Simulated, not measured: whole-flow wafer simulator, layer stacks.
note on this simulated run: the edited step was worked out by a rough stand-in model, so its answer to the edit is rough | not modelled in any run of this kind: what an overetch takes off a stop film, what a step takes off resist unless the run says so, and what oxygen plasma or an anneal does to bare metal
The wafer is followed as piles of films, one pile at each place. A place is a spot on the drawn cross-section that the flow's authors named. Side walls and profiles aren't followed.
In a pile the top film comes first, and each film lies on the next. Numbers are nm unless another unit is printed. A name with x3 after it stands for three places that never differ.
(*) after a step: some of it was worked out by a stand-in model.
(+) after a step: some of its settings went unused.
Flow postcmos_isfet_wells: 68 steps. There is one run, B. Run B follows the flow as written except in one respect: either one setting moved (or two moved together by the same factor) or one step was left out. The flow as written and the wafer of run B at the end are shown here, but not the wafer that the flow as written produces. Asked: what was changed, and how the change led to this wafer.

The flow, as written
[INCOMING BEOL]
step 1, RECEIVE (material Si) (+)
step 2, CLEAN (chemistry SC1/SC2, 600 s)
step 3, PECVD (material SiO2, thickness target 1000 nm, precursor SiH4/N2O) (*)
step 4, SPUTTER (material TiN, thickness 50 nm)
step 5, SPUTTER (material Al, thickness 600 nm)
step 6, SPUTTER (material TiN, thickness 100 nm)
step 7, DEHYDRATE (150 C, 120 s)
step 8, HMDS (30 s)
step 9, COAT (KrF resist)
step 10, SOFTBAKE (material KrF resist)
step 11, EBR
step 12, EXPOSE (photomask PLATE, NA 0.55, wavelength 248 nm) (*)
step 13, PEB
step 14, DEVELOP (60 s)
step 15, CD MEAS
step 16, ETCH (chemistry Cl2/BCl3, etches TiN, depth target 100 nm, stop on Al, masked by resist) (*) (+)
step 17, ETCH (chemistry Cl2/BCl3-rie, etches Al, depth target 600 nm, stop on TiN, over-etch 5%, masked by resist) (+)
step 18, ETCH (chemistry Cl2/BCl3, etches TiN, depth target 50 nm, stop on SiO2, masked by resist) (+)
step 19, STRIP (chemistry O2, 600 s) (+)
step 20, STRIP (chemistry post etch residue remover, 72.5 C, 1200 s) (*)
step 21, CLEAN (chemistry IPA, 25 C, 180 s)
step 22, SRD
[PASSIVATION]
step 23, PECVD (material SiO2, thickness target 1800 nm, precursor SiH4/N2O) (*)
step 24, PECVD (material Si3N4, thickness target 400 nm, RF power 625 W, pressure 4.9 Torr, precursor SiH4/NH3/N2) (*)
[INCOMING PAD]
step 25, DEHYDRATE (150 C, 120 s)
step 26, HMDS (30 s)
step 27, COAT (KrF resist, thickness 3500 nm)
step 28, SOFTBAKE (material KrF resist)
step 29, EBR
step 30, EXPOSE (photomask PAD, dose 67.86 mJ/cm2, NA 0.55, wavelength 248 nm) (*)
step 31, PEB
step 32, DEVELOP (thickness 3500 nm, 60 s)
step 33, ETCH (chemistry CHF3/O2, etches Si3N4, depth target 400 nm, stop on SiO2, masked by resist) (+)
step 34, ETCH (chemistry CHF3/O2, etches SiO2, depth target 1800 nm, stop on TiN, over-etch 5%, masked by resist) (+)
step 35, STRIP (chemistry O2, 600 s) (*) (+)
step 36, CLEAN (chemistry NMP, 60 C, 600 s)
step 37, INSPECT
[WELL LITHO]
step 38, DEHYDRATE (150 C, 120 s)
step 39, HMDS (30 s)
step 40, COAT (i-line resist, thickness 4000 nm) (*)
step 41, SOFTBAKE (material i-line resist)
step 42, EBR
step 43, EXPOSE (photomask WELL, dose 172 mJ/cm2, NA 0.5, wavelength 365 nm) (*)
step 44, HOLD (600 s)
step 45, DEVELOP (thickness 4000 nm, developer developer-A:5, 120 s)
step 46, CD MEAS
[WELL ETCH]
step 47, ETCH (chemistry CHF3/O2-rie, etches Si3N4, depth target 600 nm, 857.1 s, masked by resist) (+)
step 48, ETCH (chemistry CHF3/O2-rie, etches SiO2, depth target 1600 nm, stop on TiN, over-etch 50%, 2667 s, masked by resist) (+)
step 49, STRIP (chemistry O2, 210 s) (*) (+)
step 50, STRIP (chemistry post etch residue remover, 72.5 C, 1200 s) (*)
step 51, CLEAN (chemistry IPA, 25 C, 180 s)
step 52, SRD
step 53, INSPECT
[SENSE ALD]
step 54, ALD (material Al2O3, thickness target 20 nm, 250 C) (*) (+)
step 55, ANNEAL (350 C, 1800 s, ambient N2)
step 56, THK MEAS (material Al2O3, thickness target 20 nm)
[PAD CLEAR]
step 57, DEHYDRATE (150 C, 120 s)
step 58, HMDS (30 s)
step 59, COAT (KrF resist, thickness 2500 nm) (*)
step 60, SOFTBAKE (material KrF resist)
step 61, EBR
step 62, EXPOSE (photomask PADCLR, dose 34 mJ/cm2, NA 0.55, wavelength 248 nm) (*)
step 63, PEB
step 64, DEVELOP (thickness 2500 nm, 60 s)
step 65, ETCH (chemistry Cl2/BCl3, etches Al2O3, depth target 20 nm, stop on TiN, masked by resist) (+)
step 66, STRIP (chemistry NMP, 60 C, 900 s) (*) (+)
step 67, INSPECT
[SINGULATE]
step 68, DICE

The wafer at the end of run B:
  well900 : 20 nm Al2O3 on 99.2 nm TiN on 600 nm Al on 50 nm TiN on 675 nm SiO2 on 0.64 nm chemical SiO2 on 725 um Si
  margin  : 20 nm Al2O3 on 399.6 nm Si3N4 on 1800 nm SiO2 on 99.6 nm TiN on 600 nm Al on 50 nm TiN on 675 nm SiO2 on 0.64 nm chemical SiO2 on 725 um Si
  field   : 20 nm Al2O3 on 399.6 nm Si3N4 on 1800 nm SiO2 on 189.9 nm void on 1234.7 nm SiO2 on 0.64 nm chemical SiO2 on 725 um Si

The reason: step 3, PECVD: thickness target 675 nm was run, though the flow has thickness target 1000 nm.
One can read it off the wafer: well900 has SiO2 675, and step 3 as written asks for 1000 nm.

The path from the change to this, step by step:
  step 3, PECVD (material SiO2, thickness target 1000 nm, precursor SiH4/N2O) (*)
      field, margin, well900, well1300 x3, pad_rim, pad_clr, pad_open: SiO2 gains 675 (new film) (as written it would have been: SiO2 gains 1000 (new film))
